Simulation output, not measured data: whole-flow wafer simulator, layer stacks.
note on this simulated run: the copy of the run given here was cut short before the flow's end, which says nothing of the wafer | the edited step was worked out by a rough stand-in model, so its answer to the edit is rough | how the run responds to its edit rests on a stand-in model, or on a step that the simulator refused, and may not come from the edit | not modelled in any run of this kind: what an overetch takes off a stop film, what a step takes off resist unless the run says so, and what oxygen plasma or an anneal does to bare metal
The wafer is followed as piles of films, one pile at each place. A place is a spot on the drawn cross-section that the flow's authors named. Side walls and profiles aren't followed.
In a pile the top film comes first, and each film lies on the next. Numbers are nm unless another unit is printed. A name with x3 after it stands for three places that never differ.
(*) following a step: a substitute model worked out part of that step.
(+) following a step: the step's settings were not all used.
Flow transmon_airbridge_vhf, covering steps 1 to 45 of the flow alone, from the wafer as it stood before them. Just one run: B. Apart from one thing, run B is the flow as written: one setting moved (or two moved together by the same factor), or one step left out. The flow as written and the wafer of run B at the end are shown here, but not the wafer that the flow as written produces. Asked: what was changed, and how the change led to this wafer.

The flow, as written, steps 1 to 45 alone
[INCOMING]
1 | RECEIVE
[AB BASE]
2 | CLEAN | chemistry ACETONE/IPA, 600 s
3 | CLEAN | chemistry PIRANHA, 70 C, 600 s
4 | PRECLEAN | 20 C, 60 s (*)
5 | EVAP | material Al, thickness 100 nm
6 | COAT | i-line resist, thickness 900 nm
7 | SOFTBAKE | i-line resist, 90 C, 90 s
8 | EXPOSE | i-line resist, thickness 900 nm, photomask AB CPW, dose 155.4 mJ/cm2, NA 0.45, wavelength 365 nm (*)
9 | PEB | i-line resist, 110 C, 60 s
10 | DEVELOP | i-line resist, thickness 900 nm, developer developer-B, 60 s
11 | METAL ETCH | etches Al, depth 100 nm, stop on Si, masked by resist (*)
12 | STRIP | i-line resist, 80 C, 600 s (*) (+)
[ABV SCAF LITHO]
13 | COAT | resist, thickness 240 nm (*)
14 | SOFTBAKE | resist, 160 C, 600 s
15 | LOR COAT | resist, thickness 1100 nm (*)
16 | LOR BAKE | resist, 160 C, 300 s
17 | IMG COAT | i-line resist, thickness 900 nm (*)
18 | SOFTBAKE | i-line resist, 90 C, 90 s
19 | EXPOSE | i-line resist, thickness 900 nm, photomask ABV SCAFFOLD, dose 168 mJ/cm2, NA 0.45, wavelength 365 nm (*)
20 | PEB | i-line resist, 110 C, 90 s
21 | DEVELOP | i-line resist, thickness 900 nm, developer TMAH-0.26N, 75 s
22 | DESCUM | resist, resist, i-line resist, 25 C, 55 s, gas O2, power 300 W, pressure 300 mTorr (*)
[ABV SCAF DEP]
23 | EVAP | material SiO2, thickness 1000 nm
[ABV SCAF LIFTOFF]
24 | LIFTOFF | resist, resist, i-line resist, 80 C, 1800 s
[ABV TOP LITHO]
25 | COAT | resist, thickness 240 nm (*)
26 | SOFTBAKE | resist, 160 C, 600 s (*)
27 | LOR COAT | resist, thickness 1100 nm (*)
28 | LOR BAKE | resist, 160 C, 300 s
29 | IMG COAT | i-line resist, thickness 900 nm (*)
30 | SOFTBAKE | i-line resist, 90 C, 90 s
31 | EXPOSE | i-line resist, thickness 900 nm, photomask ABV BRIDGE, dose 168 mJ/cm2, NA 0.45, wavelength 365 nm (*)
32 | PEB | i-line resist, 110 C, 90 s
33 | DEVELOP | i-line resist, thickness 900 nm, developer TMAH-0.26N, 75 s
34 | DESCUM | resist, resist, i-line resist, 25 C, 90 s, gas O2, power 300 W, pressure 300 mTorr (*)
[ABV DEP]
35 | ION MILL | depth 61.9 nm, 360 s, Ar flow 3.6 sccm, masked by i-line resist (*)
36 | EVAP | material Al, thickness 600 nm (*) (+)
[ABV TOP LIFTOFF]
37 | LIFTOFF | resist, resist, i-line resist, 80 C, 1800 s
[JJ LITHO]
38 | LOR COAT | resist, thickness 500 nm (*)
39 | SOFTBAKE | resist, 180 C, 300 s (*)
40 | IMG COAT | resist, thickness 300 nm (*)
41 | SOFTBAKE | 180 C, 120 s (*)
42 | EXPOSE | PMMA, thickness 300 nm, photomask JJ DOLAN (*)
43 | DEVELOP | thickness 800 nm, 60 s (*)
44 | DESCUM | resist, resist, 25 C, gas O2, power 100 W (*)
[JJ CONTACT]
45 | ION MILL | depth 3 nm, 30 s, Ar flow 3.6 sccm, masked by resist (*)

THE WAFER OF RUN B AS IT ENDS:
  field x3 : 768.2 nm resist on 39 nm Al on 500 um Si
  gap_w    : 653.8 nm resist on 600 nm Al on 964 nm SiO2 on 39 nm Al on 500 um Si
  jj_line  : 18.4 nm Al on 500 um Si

Cause: step 11, METAL ETCH: depth 61 nm was run, while the flow as written has depth 100 nm.

The path from the change to this, step by step:
  11 | METAL ETCH | etches Al, depth 100 nm, stop on Si, masked by resist (*)
      field x3, jj_line, gap_w, gap_e: Al loses 61 (it would be, as written: Al loses 100 (all of it))
      ground_far, pad_w, flank_w and 8 more: i-line resist loses 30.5 (it would be, as written: i-line resist loses 50)
  12 | STRIP | i-line resist, 80 C, 600 s (*) (+)
      ground_far, pad_w, flank_w and 8 more: i-line resist loses 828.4 (all of it) (it would be, as written: i-line resist loses 808.9 (all of it))
  13 | COAT | resist, thickness 240 nm (*)
      flank_w, flank_e: resist gains 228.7 (new film) (it would be, as written: resist gains 222.3 (new film))
  22 | DESCUM | resist, resist, i-line resist, 25 C, 55 s, gas O2, power 300 W, pressure 300 mTorr (*)
      flank_w, flank_e: resist loses 228.7 (all of it) (it would be, as written: resist loses 222.3 (all of it))
  25 | COAT | resist, thickness 240 nm (*)
      flank_w, flank_e: resist gains 157 (new film) (it would be, as written: resist gains 152.6 (new film))
  34 | DESCUM | resist, resist, i-line resist, 25 C, 90 s, gas O2, power 300 W, pressure 300 mTorr (*)
      flank_w, flank_e: resist loses 157 (all of it) (it would be, as written: resist loses 152.6 (all of it))
  40 | IMG COAT | resist, thickness 300 nm (*)
      flank_w, flank_e: resist gains 218.2 (it would be, as written: resist gains 212.1)
  45 | ION MILL | depth 3 nm, 30 s, Ar flow 3.6 sccm, masked by resist (*)
      jj_line: Al loses 20.6 (it would be, as written: Si loses 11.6)
With metal films that touch counted as one body, field x3 has 1 body; the flow as written gives 0 bodies.
With metal films that touch counted as one body, gap_w has 2 bodies (between them, from the top down: SiO2 964); the flow as written gives 1 body.
With metal films that touch counted as one body, jj_line has 1 body; the flow as written gives 0 bodies.
